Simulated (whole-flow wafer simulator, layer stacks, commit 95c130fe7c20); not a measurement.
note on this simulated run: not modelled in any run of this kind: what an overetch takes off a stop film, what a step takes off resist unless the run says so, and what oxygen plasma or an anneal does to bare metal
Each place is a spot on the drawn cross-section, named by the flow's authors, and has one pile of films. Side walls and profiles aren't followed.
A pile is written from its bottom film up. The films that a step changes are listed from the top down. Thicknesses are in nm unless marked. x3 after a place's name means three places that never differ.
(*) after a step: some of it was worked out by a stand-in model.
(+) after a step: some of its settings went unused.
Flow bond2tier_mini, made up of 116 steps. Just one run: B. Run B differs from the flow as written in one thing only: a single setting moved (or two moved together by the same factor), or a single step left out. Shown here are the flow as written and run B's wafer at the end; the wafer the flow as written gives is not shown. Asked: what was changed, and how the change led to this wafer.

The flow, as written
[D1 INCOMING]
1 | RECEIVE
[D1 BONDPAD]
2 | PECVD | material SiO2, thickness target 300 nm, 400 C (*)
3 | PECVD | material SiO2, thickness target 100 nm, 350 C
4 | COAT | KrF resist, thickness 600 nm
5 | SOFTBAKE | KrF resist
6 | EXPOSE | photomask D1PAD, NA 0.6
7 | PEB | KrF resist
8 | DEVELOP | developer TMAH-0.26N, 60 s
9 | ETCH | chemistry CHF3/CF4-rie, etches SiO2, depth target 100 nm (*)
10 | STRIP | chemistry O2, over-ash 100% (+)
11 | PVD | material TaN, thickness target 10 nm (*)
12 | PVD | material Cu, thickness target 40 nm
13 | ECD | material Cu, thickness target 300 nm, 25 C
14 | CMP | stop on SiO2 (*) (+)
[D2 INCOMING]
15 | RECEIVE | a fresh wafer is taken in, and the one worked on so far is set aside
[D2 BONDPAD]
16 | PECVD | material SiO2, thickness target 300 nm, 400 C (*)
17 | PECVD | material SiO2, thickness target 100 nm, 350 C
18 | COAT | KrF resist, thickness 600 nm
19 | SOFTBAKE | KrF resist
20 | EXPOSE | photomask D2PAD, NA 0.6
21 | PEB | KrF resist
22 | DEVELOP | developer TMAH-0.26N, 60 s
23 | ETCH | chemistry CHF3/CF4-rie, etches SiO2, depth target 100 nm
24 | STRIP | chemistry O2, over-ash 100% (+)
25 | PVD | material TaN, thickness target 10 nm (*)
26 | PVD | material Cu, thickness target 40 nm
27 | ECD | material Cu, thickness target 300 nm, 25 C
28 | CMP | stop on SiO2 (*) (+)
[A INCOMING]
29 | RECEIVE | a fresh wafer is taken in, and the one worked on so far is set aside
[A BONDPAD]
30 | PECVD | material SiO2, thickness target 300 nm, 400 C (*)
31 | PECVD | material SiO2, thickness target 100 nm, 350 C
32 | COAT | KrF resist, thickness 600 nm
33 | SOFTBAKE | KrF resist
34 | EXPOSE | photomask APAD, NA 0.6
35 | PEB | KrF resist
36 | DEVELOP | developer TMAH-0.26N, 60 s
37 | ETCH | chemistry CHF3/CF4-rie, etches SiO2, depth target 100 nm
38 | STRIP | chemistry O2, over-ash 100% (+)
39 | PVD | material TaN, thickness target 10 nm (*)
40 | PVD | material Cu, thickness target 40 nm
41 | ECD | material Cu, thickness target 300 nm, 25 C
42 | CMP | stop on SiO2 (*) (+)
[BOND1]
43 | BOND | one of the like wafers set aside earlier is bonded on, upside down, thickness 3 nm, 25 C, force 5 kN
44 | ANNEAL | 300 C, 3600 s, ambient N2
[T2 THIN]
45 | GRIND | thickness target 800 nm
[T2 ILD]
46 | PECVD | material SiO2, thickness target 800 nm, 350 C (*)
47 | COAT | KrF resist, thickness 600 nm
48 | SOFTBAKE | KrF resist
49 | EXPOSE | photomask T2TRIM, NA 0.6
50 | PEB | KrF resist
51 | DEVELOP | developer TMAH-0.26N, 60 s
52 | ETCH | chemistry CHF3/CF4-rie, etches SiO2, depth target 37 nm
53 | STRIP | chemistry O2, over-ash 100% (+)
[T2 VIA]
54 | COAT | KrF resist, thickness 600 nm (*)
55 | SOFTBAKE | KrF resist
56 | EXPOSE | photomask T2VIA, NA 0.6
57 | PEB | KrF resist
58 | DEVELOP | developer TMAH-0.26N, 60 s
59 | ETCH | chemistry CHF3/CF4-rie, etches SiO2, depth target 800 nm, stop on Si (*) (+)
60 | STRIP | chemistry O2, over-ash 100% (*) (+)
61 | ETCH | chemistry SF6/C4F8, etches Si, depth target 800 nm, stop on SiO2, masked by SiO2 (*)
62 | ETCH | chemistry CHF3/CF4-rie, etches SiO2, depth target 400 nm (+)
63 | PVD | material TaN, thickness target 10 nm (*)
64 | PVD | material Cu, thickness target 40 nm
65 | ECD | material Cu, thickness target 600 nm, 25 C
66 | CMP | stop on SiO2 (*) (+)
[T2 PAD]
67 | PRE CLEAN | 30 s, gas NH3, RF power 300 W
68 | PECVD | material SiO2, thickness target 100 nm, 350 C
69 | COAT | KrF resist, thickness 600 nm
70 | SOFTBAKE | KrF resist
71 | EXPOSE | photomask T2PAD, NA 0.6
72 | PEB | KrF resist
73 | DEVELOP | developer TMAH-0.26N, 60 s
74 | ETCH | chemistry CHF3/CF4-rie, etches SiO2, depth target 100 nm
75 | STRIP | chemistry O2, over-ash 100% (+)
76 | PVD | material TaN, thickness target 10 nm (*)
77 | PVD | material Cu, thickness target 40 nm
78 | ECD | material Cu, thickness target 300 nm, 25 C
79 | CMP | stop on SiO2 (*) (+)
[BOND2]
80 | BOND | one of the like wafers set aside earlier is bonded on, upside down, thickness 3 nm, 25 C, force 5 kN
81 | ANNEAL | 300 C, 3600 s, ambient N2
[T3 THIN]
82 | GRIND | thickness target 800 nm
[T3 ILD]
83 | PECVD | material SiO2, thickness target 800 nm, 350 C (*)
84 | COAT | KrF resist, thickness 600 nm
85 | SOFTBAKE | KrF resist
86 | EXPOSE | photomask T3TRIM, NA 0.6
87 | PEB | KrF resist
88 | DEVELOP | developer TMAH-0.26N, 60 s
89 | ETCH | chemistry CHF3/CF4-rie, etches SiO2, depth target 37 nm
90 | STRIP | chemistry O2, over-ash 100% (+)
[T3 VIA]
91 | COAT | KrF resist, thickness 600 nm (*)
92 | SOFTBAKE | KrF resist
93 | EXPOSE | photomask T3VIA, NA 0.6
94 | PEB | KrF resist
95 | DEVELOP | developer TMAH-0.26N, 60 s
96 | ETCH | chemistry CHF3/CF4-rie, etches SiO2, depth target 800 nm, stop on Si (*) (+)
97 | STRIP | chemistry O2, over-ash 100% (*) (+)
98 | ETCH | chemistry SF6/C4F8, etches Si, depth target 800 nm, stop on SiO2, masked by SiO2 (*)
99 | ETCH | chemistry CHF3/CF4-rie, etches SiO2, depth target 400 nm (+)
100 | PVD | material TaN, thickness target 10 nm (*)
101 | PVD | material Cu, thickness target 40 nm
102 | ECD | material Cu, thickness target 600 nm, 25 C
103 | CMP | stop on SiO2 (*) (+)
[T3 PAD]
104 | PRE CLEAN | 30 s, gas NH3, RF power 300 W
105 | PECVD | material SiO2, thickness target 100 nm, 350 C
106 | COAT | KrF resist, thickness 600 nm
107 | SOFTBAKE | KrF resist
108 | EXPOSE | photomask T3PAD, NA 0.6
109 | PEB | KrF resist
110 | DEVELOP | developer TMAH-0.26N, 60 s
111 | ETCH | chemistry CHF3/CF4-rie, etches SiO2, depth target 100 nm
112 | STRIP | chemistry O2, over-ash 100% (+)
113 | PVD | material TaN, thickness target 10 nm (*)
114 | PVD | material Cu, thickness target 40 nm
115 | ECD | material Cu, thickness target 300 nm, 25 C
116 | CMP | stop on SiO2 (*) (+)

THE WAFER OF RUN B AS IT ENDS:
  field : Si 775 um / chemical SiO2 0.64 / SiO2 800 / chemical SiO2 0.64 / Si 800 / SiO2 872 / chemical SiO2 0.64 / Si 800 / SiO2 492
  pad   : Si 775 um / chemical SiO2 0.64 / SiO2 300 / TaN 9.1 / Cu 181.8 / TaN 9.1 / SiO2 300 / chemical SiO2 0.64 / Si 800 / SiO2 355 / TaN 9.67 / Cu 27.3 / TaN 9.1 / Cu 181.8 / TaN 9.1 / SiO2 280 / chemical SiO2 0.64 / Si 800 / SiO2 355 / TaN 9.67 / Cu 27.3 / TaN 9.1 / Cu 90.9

The reason: step 17, PECVD: thickness target 80 nm was run, while the flow as written has thickness target 100 nm.

The path from the change to this, step by step:
  17 | PECVD | material SiO2, thickness target 100 nm, 350 C
      field, pad, via: SiO2 gains 80 (in the flow as written it would be: SiO2 gains 100)
  80 | BOND | one of the like wafers set aside earlier is bonded on, upside down, thickness 3 nm, 25 C, force 5 kN
      field: Si gains 775 um (new film), chemical SiO2 gains 0.64 (new film), SiO2 gains 380 (in the flow as written it would be: Si gains 775 um (new film), chemical SiO2 gains 0.64 (new film), SiO2 gains 400)
      pad: Si gains 775 um (new film), chemical SiO2 gains 0.64 (new film), SiO2 gains 280 (new film), TaN gains 9.1 (new film), Cu gains 90.9 (in the flow as written it would be: Si gains 775 um (new film), chemical SiO2 gains 0.64 (new film), SiO2 gains 300 (new film), TaN gains 9.1 (new film), Cu gains 90.9)
